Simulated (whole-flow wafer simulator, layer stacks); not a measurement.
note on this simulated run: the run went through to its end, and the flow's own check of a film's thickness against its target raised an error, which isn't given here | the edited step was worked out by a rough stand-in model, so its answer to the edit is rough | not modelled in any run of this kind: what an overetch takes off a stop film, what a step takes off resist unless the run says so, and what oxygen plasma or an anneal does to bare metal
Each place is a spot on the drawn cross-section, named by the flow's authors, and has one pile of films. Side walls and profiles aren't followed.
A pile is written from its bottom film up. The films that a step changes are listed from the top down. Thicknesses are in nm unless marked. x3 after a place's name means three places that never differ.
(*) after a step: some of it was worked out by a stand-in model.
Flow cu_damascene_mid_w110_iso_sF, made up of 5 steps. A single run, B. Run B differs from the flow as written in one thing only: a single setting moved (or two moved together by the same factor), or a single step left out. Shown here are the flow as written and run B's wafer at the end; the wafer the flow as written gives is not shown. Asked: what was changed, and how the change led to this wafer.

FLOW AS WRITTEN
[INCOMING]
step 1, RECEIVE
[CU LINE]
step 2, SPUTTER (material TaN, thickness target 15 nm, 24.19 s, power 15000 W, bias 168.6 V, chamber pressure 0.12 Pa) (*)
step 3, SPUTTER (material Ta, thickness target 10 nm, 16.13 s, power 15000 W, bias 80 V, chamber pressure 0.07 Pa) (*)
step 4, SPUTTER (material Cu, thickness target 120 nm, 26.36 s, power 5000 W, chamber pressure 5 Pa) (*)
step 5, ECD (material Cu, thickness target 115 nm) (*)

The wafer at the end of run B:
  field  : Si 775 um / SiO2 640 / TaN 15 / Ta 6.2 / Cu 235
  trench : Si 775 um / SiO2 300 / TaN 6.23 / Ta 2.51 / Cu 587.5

The reason: step 3, SPUTTER: thickness target 6.2 nm was run, though the flow has thickness target 10 nm; step 3, SPUTTER: 10.08 s was run, where the flow has 16.13 s.
The wafer lets one read it off: field has Ta 6.2, and step 3 as written asks for 10 nm.

How this came from the change, step by step:
  step 3, SPUTTER (material Ta, thickness target 10 nm, 16.13 s, power 15000 W, bias 80 V, chamber pressure 0.07 Pa) (*)
      field: +6.2 Ta (new film) (in the flow as written it would be: +10 Ta (new film))
      trench: +2.51 Ta (new film) (in the flow as written it would be: +4.05 Ta (new film))
